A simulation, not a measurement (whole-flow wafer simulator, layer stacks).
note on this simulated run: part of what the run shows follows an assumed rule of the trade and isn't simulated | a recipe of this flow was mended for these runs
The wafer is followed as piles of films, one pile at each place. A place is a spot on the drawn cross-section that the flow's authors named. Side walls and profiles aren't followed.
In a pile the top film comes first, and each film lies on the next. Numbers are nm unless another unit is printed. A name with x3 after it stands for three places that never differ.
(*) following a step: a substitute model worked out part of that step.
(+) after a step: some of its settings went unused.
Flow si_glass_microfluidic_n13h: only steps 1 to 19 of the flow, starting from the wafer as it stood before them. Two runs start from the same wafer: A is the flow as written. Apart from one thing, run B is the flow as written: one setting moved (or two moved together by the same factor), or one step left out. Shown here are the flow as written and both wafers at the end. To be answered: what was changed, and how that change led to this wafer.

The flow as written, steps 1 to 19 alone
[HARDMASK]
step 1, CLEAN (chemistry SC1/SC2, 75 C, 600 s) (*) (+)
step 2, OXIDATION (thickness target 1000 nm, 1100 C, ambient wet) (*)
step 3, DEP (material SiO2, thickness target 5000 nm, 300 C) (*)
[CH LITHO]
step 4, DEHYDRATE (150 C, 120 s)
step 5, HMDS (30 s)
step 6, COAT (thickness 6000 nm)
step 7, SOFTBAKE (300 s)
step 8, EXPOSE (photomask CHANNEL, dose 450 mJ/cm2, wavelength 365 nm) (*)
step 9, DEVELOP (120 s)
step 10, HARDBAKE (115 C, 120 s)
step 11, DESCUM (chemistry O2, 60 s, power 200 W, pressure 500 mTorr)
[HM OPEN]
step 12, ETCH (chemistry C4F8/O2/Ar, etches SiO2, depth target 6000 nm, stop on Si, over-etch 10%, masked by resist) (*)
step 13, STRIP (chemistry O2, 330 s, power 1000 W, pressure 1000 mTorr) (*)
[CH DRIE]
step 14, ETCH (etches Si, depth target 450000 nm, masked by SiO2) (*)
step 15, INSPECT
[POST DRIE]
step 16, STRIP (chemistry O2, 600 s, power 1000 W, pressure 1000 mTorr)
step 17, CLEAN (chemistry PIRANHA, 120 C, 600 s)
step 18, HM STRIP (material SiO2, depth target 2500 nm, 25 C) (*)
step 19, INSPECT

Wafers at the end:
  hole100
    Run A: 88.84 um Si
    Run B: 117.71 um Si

Cause: step 12, ETCH: depth target 5280 nm was run, though the flow has depth target 6000 nm.

How this came from the change, step by step:
  step 12, ETCH (chemistry C4F8/O2/Ar, etches SiO2, depth target 6000 nm, stop on Si, over-etch 10%, masked by resist) (*)
      hole100: A -6000 SiO2 (all of it), -75 Si | B -5808 SiO2
      land: A -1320 thick-i-line-resist | B -1161.6 thick-i-line-resist
  step 13, STRIP (chemistry O2, 330 s, power 1000 W, pressure 1000 mTorr) (*)
      hole100: A +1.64 chemical SiO2 (new film), -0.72 Si | B nothing
      land: A -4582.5 thick-i-line-resist (all of it) | B -4740.9 thick-i-line-resist (all of it)
  step 14, ETCH (etches Si, depth target 450000 nm, masked by SiO2) (*)
      hole100: A -1.64 chemical SiO2 (all of it), -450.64 um Si | B -192 SiO2 (all of it), -421.84 um Si
